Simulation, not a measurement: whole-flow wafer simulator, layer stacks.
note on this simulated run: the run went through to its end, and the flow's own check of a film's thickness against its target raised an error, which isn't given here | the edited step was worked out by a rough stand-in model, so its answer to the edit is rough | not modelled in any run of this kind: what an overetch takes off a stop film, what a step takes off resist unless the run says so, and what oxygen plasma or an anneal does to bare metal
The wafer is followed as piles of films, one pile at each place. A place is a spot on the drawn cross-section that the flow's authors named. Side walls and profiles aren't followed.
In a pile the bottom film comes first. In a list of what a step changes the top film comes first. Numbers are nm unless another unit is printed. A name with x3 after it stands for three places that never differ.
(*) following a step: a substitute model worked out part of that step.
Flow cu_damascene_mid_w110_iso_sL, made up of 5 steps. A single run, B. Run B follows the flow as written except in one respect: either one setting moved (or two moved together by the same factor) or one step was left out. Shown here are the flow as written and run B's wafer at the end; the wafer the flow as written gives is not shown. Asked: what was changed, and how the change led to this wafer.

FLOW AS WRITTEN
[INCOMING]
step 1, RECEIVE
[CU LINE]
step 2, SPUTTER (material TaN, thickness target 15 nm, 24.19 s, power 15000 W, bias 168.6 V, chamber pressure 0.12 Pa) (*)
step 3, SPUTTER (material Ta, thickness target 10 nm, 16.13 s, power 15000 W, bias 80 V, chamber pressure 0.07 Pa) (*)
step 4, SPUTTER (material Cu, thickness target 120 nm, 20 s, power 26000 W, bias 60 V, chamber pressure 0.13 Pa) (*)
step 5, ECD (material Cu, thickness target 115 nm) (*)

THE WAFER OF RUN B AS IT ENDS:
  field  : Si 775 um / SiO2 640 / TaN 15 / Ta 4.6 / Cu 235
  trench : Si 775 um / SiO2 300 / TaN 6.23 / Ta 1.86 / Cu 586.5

What caused this: step 3, SPUTTER: thickness target 4.6 nm was run, whereas the flow has thickness target 10 nm; step 3, SPUTTER: 7.388 s was run, where the flow has 16.13 s.
The wafer itself shows it: field has Ta 4.6, and step 3 as written asks for 10 nm.

The path from the change to this, step by step:
  step 3, SPUTTER (material Ta, thickness target 10 nm, 16.13 s, power 15000 W, bias 80 V, chamber pressure 0.07 Pa) (*)
      field: Ta gains 4.6 (new film) (as written it would have been: Ta gains 10 (new film))
      trench: Ta gains 1.86 (new film) (as written it would have been: Ta gains 4.05 (new film))
